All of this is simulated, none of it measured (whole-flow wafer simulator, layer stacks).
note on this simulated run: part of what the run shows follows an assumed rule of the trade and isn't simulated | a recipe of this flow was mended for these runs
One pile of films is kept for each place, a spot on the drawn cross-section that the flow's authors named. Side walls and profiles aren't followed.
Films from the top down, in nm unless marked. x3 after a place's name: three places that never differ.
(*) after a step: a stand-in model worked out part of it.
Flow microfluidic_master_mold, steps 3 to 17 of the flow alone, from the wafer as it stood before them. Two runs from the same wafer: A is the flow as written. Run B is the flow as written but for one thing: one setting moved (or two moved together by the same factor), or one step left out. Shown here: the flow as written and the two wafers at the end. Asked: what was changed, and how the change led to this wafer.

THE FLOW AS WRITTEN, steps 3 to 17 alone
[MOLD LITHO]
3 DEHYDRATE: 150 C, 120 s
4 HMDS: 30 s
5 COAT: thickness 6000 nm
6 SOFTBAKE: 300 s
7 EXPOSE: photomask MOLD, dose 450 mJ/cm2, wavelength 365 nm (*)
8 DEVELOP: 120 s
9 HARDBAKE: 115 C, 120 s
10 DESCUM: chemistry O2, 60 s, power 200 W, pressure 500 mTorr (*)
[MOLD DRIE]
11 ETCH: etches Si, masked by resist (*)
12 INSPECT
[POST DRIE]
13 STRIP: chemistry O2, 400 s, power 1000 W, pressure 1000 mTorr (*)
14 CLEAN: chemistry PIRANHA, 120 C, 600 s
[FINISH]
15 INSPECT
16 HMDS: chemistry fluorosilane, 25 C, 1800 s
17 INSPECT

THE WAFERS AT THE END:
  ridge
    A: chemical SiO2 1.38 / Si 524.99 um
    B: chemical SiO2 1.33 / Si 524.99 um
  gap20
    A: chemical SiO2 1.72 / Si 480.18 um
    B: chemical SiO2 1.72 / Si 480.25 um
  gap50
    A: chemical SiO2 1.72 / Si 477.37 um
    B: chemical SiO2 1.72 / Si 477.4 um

The cause: step 5, COAT: thickness 6491 nm was run, where the flow has thickness 6000 nm.

How the change led to this, step by step:
  5 COAT: thickness 6000 nm
      ridge, gap20, gap50, gap200 x2: A thick-i-line-resist +6000 (new film) | B thick-i-line-resist +6491 (new film)
  8 DEVELOP: 120 s
      gap20, gap50, gap200 x2: A thick-i-line-resist -6000 (all of it) | B thick-i-line-resist -6491 (all of it)
  9 HARDBAKE: 115 C, 120 s
      ridge: A thick-i-line-resist -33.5 | B thick-i-line-resist -37.6
  11 ETCH: etches Si, masked by resist (*)
      gap20: A chemical SiO2 -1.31 (all of it), Si -44.81 um | B chemical SiO2 -1.31 (all of it), Si -44.74 um
      gap50: A chemical SiO2 -1.31 (all of it), Si -47.62 um | B chemical SiO2 -1.31 (all of it), Si -47.59 um
  13 STRIP: chemistry O2, 400 s, power 1000 W, pressure 1000 mTorr (*)
      ridge: A thick-i-line-resist -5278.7 (all of it), chemical SiO2 +0.78, Si -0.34 | B thick-i-line-resist -5765.7 (all of it), chemical SiO2 +0.73, Si -0.32
